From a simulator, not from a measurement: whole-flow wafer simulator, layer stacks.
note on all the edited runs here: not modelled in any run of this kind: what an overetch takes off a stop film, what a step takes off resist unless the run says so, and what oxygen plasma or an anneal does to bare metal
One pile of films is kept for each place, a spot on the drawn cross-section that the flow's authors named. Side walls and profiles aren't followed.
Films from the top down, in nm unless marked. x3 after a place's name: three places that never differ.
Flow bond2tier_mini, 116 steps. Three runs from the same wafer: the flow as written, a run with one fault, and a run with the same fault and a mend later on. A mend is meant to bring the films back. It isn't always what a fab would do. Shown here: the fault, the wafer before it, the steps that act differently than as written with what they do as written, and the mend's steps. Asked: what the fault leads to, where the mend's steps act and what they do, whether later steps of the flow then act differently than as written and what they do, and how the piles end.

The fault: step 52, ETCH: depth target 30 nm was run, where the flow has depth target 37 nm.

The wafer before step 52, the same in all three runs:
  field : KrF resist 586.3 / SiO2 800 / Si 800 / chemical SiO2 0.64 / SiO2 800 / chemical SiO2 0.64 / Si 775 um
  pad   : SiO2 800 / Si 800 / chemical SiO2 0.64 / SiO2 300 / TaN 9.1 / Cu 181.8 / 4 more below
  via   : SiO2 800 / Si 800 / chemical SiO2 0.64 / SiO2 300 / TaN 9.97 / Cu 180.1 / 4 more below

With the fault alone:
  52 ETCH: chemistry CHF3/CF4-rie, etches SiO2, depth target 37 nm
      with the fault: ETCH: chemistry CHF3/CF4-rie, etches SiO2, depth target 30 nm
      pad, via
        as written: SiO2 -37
        with the fault: SiO2 -30
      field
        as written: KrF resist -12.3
        with the fault: KrF resist -10
  No later step of the flow acts differently than as written, at any place that is followed, by more than 2% or 0.5 nm, whichever is larger.
  At the end the piles differ from the flow's by more than 2% or 0.5 nm, whichever is larger, at pad.
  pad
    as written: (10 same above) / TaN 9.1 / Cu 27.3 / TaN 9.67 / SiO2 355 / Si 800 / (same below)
    with the fault: (10 same above) / TaN 9.1 / Cu 20.3 / TaN 9.73 / SiO2 362 / Si 800 / (same below)

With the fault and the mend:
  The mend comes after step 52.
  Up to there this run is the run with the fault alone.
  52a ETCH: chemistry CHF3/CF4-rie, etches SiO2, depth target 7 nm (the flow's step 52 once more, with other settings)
      pad, via
        SiO2 -7
      field
        KrF resist -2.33
  No later step of the flow acts differently than as written at any place that is followed.
  At the end the piles are the same as the flow's at every place that both follow.
